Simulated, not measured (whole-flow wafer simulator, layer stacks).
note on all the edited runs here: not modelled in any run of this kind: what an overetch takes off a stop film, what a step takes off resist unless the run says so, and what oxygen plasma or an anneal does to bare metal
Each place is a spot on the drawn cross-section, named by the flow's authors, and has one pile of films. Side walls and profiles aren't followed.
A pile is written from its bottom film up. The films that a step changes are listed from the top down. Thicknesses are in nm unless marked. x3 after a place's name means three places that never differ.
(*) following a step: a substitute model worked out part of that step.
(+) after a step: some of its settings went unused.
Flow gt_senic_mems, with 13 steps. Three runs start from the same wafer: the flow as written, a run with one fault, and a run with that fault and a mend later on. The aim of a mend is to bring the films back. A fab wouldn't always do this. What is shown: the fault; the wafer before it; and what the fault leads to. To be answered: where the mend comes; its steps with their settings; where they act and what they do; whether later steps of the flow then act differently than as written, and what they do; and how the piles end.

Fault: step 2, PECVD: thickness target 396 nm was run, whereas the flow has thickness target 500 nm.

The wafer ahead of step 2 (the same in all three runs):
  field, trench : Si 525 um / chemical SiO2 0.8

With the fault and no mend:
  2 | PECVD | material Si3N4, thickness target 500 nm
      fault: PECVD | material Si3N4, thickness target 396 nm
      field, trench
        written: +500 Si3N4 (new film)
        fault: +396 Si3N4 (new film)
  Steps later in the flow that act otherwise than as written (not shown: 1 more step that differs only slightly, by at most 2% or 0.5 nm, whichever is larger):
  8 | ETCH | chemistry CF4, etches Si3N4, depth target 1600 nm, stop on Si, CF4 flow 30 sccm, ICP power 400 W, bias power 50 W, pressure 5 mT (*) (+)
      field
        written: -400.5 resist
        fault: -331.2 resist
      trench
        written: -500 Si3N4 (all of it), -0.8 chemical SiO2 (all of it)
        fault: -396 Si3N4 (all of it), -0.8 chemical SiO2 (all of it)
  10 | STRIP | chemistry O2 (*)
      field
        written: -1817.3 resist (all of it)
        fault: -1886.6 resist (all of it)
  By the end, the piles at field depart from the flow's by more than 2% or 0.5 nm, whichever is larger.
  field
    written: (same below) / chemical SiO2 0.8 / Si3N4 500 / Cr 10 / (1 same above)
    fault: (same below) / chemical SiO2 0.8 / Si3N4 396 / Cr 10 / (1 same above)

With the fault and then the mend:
  The mend follows step 2.
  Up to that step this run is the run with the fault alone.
  2a | PECVD | material Si3N4, thickness target 104 nm (a further turn of the flow's step 2, with different settings)
      field, trench
        +104 Si3N4
  None of the later steps of the flow acts differently than as written at any place that is followed.
  By the end, the piles equal the flow's at every place that both follow.
